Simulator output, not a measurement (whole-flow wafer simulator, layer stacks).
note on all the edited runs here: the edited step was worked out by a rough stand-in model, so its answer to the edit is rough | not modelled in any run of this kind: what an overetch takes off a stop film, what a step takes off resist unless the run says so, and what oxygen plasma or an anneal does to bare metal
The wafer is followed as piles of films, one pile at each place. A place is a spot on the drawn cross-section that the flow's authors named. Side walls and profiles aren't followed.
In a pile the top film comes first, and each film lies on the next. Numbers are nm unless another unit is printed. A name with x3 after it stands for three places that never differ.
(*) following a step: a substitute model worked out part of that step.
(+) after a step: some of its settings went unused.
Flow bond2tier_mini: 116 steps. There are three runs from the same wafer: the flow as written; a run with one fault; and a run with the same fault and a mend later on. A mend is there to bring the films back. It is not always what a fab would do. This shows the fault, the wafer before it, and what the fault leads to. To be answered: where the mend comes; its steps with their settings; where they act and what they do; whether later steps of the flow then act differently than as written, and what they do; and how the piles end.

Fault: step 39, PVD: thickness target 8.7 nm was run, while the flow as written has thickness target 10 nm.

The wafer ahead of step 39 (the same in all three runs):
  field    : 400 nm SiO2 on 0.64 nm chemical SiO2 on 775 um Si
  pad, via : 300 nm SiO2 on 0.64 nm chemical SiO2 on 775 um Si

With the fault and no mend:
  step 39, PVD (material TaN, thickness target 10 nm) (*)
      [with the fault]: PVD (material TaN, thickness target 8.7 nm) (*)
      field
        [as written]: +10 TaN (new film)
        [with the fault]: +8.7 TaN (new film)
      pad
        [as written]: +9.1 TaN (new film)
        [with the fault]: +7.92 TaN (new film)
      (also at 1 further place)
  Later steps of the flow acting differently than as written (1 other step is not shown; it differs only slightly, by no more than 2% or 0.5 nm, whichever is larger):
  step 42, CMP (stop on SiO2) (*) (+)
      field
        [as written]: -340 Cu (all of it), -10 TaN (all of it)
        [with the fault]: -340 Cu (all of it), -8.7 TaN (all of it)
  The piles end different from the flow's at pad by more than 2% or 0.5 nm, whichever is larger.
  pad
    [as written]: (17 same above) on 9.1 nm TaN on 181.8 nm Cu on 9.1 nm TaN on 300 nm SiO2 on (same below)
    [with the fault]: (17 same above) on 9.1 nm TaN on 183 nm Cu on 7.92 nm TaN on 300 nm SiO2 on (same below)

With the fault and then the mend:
  After step 39 comes the mend.
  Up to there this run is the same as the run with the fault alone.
  step 39a, PVD (material TaN, thickness target 1.3 nm) (*) (the flow's step 39 again, with other settings)
      field, via
        +1.3 TaN
      pad
        +1.18 TaN
  Every later step of the flow that is run acts as written at every place that is followed.
  The piles end the same as the flow's at every place that both follow.
